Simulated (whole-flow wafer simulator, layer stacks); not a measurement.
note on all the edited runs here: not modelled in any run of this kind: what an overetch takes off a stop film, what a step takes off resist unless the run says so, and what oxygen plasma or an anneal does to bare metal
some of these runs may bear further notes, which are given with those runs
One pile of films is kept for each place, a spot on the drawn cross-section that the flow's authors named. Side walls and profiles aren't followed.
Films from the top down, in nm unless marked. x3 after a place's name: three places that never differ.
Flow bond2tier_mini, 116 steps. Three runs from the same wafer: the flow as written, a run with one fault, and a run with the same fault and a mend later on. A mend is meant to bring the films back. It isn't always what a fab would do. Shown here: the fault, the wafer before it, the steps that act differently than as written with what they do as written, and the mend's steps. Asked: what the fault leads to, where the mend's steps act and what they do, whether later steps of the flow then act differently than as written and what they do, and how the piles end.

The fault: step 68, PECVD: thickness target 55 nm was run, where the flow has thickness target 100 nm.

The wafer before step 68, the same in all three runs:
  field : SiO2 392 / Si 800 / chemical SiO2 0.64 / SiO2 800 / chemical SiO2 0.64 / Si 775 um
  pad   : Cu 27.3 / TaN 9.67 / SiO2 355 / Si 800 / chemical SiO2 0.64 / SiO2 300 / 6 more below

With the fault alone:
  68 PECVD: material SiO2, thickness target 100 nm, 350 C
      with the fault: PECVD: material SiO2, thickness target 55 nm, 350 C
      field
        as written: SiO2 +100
        with the fault: SiO2 +55
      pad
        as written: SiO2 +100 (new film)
        with the fault: SiO2 +55 (new film)
  Later steps of the flow that act differently than as written (2 more steps differ only slightly, by at most 2% or 0.5 nm, whichever is larger, and aren't shown):
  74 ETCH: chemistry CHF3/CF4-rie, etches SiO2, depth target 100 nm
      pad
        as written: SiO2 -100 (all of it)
        with the fault: SiO2 -55 (all of it), Cu -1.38
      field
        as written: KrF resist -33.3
        with the fault: KrF resist -27.5
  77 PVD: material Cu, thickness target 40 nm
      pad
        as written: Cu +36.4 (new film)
        with the fault: Cu +38 (new film)
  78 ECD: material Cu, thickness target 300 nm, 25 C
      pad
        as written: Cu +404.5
        with the fault: Cu +358.9
  At the end the piles differ from the flow's by more than 2% or 0.5 nm, whichever is larger, at field, pad.
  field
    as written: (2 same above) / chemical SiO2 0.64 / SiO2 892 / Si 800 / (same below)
    with the fault: (2 same above) / chemical SiO2 0.64 / SiO2 847 / Si 800 / (same below)
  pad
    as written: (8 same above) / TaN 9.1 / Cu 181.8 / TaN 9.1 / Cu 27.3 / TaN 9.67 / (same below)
    with the fault: (8 same above) / TaN 9.1 / Cu 137.7 / TaN 9.54 / Cu 26 / TaN 9.67 / (same below)

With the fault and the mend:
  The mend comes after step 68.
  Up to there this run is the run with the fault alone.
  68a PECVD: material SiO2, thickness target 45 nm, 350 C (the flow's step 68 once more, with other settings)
      field, pad
        SiO2 +45
  No later step of the flow acts differently than as written at any place that is followed.
  At the end the piles are the same as the flow's at every place that both follow.
